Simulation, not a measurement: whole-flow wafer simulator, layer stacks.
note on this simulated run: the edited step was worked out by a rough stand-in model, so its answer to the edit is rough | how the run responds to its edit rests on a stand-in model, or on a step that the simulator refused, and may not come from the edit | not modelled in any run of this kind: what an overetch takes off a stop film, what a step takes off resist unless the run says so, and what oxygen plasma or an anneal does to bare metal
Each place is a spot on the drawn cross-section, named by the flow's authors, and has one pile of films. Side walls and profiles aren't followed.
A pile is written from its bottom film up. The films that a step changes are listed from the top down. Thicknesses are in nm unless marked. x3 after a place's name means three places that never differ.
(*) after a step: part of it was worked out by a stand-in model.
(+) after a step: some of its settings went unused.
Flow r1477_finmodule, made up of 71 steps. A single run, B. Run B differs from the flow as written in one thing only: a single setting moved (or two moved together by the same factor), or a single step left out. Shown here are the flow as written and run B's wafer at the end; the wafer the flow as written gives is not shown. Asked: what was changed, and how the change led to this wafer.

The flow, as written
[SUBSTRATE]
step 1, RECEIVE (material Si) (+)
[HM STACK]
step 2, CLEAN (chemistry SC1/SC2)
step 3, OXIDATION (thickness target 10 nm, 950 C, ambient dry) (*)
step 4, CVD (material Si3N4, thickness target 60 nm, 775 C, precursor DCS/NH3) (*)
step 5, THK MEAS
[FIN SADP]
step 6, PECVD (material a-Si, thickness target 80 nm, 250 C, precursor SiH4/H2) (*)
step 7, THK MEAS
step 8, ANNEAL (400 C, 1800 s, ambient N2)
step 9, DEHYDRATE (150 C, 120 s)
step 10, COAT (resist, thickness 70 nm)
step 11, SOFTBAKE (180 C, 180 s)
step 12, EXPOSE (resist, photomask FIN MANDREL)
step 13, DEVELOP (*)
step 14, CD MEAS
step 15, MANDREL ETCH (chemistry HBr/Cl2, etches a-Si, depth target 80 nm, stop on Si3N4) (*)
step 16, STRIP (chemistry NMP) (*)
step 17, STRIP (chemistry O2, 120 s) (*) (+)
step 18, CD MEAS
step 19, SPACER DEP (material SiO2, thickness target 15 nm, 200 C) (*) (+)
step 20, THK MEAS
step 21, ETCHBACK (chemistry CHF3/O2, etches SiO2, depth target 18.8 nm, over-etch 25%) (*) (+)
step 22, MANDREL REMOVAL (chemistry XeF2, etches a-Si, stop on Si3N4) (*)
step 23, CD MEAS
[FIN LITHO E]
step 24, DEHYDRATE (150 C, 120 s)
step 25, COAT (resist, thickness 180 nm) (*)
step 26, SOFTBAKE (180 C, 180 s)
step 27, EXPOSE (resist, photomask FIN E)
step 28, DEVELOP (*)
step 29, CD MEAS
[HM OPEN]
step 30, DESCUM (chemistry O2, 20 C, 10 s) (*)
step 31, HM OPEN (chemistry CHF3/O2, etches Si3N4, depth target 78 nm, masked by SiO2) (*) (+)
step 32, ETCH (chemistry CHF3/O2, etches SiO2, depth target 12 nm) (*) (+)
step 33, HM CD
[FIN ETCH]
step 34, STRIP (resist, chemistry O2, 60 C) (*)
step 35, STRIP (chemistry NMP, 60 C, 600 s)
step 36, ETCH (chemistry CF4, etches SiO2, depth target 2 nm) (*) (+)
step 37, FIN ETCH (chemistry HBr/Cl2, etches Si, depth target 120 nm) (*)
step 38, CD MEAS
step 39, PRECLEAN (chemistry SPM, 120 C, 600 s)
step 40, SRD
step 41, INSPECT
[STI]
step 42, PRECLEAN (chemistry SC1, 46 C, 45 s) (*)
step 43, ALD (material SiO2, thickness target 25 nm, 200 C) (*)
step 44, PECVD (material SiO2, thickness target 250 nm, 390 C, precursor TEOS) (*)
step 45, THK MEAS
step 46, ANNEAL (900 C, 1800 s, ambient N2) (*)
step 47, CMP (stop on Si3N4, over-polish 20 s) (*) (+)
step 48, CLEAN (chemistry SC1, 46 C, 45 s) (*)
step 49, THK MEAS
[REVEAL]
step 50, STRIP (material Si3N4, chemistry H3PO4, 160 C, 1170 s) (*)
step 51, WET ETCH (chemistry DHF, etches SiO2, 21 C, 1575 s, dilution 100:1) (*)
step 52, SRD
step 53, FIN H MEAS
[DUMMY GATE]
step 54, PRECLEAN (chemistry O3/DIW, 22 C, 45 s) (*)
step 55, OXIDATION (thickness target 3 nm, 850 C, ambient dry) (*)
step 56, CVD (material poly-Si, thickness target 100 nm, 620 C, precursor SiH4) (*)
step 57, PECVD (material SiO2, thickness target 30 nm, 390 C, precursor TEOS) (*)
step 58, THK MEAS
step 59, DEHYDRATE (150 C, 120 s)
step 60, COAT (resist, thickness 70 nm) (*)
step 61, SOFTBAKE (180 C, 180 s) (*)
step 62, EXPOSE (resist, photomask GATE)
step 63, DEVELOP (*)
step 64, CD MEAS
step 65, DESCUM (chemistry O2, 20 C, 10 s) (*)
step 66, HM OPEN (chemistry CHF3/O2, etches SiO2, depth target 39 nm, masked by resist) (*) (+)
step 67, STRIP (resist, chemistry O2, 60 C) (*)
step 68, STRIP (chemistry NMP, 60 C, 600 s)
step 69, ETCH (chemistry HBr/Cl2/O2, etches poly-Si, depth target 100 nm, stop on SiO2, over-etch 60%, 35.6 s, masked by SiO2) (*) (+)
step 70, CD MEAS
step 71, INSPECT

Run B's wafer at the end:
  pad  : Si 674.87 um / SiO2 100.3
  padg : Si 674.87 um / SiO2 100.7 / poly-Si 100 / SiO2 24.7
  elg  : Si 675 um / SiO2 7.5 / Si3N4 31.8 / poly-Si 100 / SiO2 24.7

What caused this: step 3, OXIDATION: thickness target 7.5 nm was run, while the flow as written has thickness target 10 nm.
One can read it off the wafer: elg has SiO2 7.5, and step 3 as written asks for 10 nm.

The path from the change to this, step by step:
  step 3, OXIDATION (thickness target 10 nm, 950 C, ambient dry) (*)
      pad, padg, elg and 33 more: SiO2 gains 7.5 (new film), chemical SiO2 loses 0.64 (all of it), Si loses 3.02 (as written it would have been: SiO2 gains 10 (new film), chemical SiO2 loses 0.64 (all of it), Si loses 4.12)
  step 31, HM OPEN (chemistry CHF3/O2, etches Si3N4, depth target 78 nm, masked by SiO2) (*) (+)
      s40cg, s45cg, s50cg, s40co, s45co, s50co: Si3N4 loses 60 (all of it), SiO2 loses 7.5 (all of it) (as written it would have been: Si3N4 loses 60 (all of it), SiO2 loses 9)
      pad, padg, esg and 13 more: Si3N4 loses 56.4 (all of it), SiO2 loses 7.5 (all of it) (as written it would have been: Si3N4 loses 56.4 (all of it), SiO2 loses 10 (all of it))
  step 32, ETCH (chemistry CHF3/O2, etches SiO2, depth target 12 nm) (*) (+)
      s40cg, s40co: Si loses 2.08 (as written it would have been: SiO2 loses 1 (all of it), Si loses 2.2)
      s45cg, s45co: Si loses 2.12 (as written it would have been: SiO2 loses 1 (all of it), Si loses 2.2)
      (and at 2 other places as well)
  step 47, CMP (stop on Si3N4, over-polish 20 s) (*) (+)
      pad, padg, e40sg and 11 more: SiO2 loses 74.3 (as written it would have been: SiO2 loses 71.8)
      eso: SiO2 loses 74.9 (as written it would have been: SiO2 loses 72.4)
  step 51, WET ETCH (chemistry DHF, etches SiO2, 21 C, 1575 s, dilution 100:1) (*)
      s40sg_line, s45sg_line, s50sg_line, s40so_line, s45so_line, s50so_line: SiO2 loses 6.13 (all of it) (as written it would have been: SiO2 loses 8.63 (all of it))
  step 56, CVD (material poly-Si, thickness target 100 nm, 620 C, precursor SiH4) (*)
      s40cg, s40co: poly-Si gains 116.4 (new film) (as written it would have been: poly-Si gains 113.9 (new film))
      s45cg, s45co: poly-Si gains 115.9 (new film) (as written it would have been: poly-Si gains 113.4 (new film))
      (and at 2 other places as well)
  step 60, COAT (resist, thickness 70 nm) (*)
      s40sg, s45sg, s40so, s45so: resist gains 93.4 (new film) (as written it would have been: resist gains 91 (new film))
      s50sg, s50so: resist gains 93.3 (new film) (as written it would have been: resist gains 90.9 (new film))
  step 63, DEVELOP (*)
      s40so, s45so: resist loses 93.4 (all of it) (as written it would have been: resist loses 91 (all of it))
      s50so: resist loses 93.3 (all of it) (as written it would have been: resist loses 90.9 (all of it))
  step 67, STRIP (resist, chemistry O2, 60 C) (*)
      s40sg, s45sg: resist loses 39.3 (all of it) (as written it would have been: resist loses 36.9 (all of it))
      s50sg: resist loses 39.2 (all of it) (as written it would have been: resist loses 36.8 (all of it))
  step 69, ETCH (chemistry HBr/Cl2/O2, etches poly-Si, depth target 100 nm, stop on SiO2, over-etch 60%, 35.6 s, masked by SiO2) (*) (+)
      s40co: chemical SiO2 loses 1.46 (all of it), poly-Si loses 114 (all of it), SiO2 loses 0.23 (as written it would have been: chemical SiO2 loses 1.46 (all of it), poly-Si loses 111.5 (all of it), SiO2 loses 0.24)
      s45co: chemical SiO2 loses 1.46 (all of it), poly-Si loses 113.4 (all of it), SiO2 loses 0.23 (as written it would have been: chemical SiO2 loses 1.46 (all of it), poly-Si loses 110.9 (all of it), SiO2 loses 0.25)
      (and at 1 other place as well)
